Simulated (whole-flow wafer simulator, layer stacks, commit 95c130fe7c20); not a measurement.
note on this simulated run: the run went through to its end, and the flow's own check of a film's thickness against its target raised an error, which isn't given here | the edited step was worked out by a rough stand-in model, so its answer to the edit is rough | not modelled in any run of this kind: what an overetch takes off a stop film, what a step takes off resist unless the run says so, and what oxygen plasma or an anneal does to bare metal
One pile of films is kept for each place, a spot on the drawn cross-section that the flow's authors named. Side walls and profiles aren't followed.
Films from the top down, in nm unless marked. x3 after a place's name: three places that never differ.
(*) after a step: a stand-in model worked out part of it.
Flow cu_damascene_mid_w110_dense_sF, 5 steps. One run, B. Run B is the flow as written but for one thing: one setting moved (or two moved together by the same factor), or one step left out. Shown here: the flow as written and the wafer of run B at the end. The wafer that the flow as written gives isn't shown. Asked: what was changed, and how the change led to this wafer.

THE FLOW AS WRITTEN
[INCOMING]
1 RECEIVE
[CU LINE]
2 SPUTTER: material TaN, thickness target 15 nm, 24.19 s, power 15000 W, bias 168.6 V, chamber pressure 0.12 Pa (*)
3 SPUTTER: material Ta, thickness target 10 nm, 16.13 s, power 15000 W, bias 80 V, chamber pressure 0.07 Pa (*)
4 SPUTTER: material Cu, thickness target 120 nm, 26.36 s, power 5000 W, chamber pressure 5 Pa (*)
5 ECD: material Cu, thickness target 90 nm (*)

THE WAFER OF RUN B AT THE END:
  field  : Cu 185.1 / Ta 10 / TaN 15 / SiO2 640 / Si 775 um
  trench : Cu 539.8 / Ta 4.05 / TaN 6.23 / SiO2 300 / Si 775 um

The cause: step 4, SPUTTER: 21.09 s was run, where the flow has 26.36 s.

How the change led to this, step by step:
  4 SPUTTER: material Cu, thickness target 120 nm, 26.36 s, power 5000 W, chamber pressure 5 Pa (*)
      field: Cu +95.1 (new film) (as written it would be: Cu +120 (new film))
      trench: Cu +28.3 (new film) (as written it would be: Cu +35.7 (new film))
  5 ECD: material Cu, thickness target 90 nm (*)
      trench: Cu +511.5 (as written it would be: Cu +529)
